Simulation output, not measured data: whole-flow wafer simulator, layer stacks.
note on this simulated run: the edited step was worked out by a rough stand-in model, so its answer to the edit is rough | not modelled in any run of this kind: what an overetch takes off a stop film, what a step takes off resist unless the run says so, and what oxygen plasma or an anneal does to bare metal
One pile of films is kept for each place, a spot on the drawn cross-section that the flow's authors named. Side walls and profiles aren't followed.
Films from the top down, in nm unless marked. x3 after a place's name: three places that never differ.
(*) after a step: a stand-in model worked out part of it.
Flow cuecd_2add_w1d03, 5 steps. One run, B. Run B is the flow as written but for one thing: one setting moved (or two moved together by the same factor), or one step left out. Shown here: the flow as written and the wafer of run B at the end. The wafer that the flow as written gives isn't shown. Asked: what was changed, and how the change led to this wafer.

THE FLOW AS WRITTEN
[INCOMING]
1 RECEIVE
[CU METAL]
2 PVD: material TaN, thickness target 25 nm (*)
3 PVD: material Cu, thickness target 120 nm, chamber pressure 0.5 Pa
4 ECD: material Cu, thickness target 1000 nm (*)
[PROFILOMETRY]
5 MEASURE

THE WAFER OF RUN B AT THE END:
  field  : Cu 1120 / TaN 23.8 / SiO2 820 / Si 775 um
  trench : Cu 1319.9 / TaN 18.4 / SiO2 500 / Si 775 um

The cause: step 2, PVD: thickness target 23.8 nm was run, where the flow has thickness target 25 nm.
It can be read off the wafer: field has TaN 23.8, and step 2 as written asks for 25 nm.

How the change led to this, step by step:
  2 PVD: material TaN, thickness target 25 nm (*)
      field: TaN +23.8 (new film) (as written it would be: TaN +25 (new film))
      trench: TaN +18.4 (new film) (as written it would be: TaN +19.4 (new film))
